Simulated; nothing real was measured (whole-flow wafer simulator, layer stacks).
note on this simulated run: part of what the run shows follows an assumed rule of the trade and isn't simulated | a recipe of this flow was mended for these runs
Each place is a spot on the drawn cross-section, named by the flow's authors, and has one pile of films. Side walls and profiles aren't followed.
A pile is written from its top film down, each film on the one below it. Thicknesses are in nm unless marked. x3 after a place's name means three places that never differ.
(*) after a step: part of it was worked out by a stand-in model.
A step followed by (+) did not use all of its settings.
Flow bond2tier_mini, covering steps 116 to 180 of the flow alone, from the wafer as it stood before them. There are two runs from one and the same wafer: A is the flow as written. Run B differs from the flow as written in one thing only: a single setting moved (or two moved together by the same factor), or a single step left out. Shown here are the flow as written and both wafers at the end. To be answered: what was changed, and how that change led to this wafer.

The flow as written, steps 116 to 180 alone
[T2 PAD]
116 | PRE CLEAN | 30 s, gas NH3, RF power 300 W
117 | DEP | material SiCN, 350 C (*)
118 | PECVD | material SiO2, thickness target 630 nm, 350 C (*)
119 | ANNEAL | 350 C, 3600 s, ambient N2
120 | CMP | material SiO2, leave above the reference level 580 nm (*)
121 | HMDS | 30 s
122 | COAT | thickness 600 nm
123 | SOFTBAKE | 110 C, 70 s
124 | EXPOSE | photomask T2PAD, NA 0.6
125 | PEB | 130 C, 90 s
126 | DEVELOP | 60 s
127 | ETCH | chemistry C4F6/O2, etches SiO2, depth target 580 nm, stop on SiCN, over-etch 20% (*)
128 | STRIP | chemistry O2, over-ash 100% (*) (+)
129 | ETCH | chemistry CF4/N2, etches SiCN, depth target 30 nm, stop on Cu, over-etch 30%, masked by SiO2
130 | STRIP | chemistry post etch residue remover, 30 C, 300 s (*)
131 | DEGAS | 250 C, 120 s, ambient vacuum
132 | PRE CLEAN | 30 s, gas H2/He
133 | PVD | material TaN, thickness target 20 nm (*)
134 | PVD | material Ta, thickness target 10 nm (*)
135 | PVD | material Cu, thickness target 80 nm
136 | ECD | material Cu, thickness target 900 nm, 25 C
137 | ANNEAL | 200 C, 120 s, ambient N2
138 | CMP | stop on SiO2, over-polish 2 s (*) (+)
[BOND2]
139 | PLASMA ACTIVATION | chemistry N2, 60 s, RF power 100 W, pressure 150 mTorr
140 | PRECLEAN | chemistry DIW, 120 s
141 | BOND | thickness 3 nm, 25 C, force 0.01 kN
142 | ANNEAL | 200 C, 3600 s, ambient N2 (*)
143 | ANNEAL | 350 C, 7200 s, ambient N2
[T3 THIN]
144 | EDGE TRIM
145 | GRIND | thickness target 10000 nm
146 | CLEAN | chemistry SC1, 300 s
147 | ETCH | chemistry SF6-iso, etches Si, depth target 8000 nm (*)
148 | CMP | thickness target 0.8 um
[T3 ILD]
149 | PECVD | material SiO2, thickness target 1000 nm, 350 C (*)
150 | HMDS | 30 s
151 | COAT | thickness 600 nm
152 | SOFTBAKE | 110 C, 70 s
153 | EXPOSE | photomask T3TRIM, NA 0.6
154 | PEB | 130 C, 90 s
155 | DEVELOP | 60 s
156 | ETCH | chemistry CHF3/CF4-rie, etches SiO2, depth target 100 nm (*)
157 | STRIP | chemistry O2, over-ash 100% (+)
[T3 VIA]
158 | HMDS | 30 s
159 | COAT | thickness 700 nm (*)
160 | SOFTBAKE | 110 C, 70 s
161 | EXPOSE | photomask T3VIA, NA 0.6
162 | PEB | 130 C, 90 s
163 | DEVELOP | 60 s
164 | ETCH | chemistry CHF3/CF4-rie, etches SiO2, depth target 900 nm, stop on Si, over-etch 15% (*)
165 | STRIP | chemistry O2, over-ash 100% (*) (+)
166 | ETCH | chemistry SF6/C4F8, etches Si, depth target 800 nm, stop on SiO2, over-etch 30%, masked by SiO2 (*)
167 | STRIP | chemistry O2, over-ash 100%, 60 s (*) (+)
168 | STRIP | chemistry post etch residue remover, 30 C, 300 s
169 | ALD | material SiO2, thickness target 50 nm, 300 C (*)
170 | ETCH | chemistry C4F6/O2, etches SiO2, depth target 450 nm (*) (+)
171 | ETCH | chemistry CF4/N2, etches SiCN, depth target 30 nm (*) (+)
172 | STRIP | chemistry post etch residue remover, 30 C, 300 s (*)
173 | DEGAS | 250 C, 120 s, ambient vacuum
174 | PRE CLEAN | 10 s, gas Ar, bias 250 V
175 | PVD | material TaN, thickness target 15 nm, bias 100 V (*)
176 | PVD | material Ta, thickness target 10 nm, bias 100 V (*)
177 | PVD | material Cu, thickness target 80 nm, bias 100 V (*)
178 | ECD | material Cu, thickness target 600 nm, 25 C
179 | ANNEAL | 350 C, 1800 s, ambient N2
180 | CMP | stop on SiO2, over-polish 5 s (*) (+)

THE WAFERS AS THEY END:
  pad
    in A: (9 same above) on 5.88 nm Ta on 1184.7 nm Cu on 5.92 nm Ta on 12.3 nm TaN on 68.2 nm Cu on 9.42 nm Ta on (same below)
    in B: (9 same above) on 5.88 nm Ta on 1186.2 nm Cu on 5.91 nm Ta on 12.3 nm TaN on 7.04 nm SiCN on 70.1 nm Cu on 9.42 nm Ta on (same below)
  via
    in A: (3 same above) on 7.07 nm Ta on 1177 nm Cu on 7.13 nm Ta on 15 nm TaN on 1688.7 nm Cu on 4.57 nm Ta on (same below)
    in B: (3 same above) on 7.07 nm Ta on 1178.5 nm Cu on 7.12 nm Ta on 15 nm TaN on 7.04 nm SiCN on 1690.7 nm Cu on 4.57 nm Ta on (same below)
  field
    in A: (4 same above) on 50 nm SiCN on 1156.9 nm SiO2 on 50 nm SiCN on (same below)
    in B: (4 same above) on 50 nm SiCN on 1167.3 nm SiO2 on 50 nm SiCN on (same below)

The reason: step 129, ETCH: depth target 18 nm was run, whereas the flow has depth target 30 nm.

How this came from the change, step by step:
  129 | ETCH | chemistry CF4/N2, etches SiCN, depth target 30 nm, stop on Cu, over-etch 30%, masked by SiO2
      pad, via: A -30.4 SiCN (all of it), -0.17 Cu | B -23.4 SiCN
      field: A -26 SiO2 | B -15.6 SiO2
  130 | STRIP | chemistry post etch residue remover, 30 C, 300 s (*)
      pad, via: A -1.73 Cu | B nothing
Taking metal films that touch as one body, pad has 4 bodies (between them, from the top down: SiO2 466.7 / Si 800 / chemical SiO2 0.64 / SiO2 300 / SiCN 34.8; SiCN 7.04; SiO2 466.7 / Si 800 / chemical SiO2 0.64 / SiO2 300 / SiCN 34.8); the flow as written gives 3 bodies (between them, from the top down: SiO2 466.7 / Si 800 / chemical SiO2 0.64 / SiO2 300 / SiCN 34.8; SiO2 466.7 / Si 800 / chemical SiO2 0.64 / SiO2 300 / SiCN 34.8).
Taking metal films that touch as one body, via has 2 bodies (between them, from the top down: SiCN 7.04); the flow as written gives 1 body.
